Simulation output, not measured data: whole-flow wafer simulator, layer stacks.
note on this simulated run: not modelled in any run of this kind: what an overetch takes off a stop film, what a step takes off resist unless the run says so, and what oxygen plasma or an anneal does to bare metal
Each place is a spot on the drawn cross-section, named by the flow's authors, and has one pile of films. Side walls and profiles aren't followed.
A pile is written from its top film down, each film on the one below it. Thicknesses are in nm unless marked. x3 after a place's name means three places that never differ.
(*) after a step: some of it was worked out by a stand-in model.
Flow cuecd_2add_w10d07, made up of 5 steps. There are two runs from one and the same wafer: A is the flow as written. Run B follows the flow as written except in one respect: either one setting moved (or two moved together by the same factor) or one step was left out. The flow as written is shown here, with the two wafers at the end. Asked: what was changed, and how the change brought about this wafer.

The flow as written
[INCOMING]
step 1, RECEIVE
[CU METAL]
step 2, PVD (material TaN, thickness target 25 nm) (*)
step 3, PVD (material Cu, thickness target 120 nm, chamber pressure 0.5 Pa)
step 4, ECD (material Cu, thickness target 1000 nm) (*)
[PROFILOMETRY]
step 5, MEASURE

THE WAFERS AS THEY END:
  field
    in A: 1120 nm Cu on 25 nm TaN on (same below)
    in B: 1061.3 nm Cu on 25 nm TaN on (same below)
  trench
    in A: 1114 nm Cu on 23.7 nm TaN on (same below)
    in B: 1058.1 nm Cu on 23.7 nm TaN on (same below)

Cause: step 3, PVD: thickness target 61.3 nm was run, whereas the flow has thickness target 120 nm.

How this came from the change, step by step:
  step 3, PVD (material Cu, thickness target 120 nm, chamber pressure 0.5 Pa)
      field: A Cu gains 120 (new film) | B Cu gains 61.3 (new film)
      trench: A Cu gains 114 (new film) | B Cu gains 58.1 (new film)
